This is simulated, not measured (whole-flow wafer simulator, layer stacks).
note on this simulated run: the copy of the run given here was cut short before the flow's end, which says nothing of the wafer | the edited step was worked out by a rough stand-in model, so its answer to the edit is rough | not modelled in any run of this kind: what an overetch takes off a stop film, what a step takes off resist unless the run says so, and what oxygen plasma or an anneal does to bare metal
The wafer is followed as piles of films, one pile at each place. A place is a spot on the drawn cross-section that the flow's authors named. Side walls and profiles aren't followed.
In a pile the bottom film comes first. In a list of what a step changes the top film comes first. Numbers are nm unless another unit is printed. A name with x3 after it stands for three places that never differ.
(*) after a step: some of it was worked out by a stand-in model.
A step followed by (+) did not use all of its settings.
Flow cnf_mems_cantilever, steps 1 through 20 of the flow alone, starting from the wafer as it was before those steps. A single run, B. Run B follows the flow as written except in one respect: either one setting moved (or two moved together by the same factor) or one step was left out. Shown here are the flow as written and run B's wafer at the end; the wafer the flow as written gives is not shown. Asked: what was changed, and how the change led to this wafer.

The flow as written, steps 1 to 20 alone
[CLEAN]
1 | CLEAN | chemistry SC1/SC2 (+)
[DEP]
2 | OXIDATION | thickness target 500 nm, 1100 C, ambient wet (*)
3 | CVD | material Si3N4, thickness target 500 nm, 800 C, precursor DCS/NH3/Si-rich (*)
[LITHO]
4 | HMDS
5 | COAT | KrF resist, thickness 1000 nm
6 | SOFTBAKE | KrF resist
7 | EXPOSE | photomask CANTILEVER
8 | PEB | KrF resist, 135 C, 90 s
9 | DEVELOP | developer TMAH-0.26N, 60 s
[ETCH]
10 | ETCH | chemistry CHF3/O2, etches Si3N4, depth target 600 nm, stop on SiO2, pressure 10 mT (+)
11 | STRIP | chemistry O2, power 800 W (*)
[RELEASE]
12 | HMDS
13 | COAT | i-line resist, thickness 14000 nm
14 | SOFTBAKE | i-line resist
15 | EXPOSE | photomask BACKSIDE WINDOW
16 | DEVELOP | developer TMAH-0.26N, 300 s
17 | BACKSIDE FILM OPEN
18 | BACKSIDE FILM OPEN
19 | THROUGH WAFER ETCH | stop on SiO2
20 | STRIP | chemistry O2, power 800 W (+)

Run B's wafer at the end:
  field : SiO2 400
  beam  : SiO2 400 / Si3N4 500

Cause: step 2, OXIDATION: thickness target 400 nm was run, though the flow has thickness target 500 nm.
The wafer itself shows it: field has SiO2 400, and step 2 as written asks for 500 nm.

Step by step, how the change led to this:
  2 | OXIDATION | thickness target 500 nm, 1100 C, ambient wet (*)
      field, beam: +400 SiO2 (new film), -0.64 chemical SiO2 (all of it), -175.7 Si (in the flow as written it would be: +500 SiO2 (new film), -0.64 chemical SiO2 (all of it), -219.7 Si)
  19 | THROUGH WAFER ETCH | stop on SiO2
      field: under 1 film: -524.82 um Si (all of it) (in the flow as written it would be: under 1 film: -524.78 um Si (all of it))
      beam: under 2 films: -524.82 um Si (all of it) (in the flow as written it would be: under 2 films: -524.78 um Si (all of it))
